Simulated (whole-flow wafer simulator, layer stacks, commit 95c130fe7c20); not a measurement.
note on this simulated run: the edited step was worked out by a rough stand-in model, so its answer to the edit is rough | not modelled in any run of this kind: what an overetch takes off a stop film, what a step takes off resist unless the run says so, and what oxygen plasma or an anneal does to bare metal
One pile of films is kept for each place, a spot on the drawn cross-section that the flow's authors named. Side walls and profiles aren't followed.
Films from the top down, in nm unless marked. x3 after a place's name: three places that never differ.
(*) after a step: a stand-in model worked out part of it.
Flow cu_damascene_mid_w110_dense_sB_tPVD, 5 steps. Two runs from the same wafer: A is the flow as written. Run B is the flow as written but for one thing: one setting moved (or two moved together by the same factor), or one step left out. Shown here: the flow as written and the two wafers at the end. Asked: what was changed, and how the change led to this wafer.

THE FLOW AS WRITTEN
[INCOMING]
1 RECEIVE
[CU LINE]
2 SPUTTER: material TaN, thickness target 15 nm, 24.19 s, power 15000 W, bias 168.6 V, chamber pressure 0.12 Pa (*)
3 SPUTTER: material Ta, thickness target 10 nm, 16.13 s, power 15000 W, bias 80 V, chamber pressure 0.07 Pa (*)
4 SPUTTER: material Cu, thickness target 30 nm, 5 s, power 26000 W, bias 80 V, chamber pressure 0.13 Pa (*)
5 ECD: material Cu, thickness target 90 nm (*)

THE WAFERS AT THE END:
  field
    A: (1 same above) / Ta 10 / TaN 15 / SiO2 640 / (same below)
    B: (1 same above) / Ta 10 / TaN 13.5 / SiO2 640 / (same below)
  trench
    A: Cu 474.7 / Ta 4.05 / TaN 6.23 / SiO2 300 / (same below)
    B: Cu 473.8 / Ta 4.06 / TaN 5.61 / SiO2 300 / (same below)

The cause: step 2, SPUTTER: power 13520 W was run, where the flow has power 15000 W.

How the change led to this, step by step:
  2 SPUTTER: material TaN, thickness target 15 nm, 24.19 s, power 15000 W, bias 168.6 V, chamber pressure 0.12 Pa (*)
      field: A TaN +15 (new film) | B TaN +13.5 (new film)
      trench: A TaN +6.23 (new film) | B TaN +5.61 (new film)
